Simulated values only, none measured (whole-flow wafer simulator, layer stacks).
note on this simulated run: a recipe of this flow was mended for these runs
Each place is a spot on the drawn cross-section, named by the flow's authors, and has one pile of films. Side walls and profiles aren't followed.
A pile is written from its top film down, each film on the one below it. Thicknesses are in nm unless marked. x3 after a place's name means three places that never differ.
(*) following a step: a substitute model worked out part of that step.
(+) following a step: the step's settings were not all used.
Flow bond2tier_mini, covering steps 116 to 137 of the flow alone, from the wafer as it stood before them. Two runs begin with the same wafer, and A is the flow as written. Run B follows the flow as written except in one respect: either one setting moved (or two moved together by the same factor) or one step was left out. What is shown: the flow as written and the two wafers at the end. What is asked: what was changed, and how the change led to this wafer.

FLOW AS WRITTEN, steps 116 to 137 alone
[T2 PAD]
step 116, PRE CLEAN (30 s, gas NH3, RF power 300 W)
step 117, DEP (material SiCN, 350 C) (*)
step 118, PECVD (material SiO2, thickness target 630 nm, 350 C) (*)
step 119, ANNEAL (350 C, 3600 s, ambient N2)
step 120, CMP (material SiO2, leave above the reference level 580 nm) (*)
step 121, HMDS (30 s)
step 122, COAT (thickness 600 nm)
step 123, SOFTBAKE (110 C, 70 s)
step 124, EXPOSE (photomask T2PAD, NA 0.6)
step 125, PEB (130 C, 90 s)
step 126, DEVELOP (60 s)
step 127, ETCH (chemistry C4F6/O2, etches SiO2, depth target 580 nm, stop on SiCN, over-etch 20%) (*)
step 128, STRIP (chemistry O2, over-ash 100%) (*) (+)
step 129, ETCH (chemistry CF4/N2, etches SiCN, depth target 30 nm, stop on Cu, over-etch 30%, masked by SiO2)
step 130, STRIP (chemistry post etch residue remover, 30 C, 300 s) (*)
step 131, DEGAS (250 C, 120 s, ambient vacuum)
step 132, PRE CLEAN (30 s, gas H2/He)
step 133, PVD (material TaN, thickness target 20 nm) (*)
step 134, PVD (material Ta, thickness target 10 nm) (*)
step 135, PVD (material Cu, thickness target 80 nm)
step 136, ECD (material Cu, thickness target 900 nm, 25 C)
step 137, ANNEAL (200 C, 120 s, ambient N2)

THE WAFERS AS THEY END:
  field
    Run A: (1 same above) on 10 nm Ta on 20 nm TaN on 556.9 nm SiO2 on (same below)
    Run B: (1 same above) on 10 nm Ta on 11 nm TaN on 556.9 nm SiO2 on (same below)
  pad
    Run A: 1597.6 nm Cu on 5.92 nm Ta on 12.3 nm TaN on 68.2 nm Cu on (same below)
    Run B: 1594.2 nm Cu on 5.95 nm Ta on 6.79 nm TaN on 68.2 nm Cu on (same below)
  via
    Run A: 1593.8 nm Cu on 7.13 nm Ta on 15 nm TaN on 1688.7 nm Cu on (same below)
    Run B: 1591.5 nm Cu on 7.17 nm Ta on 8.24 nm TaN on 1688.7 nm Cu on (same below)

What caused this: step 133, PVD: thickness target 11 nm was run, though the flow has thickness target 20 nm.
The wafer itself shows it: field has TaN 11, and step 133 as written asks for 20 nm.

How this came from the change, step by step:
  step 133, PVD (material TaN, thickness target 20 nm) (*)
      field: A +20 TaN (new film) | B +11 TaN (new film)
      pad: A +12.3 TaN (new film) | B +6.79 TaN (new film)
      (as well as at 1 more place)
